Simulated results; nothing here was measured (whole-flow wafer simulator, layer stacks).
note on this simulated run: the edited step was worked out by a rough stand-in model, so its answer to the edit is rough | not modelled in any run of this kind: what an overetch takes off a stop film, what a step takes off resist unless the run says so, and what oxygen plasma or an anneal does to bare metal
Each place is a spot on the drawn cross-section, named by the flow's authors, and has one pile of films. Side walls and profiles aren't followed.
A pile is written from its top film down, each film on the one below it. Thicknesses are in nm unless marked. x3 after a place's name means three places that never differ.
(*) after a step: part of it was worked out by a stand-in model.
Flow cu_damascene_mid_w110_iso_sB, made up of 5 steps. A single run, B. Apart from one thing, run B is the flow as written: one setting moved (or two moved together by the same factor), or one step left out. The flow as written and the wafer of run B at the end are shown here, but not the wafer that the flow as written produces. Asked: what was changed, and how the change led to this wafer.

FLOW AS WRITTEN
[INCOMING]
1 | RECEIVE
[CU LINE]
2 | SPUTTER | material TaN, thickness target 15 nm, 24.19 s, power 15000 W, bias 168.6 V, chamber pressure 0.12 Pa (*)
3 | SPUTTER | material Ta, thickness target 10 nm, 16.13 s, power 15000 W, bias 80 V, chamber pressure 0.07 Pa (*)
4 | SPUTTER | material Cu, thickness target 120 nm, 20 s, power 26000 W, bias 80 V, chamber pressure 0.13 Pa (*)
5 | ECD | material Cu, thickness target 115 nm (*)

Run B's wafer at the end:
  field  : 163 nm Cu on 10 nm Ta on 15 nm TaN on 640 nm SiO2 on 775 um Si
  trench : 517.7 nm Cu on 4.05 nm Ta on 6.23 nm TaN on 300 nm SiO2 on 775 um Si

The reason: step 4, SPUTTER: 8 s was run, while the flow as written has 20 s.

The path from the change to this, step by step:
  4 | SPUTTER | material Cu, thickness target 120 nm, 20 s, power 26000 W, bias 80 V, chamber pressure 0.13 Pa (*)
      field: +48 Cu (new film) (it would be, as written: +120 Cu (new film))
      trench: +20 Cu (new film) (it would be, as written: +49.9 Cu (new film))
  5 | ECD | material Cu, thickness target 115 nm (*)
      trench: +497.8 Cu (it would be, as written: +539.8 Cu)
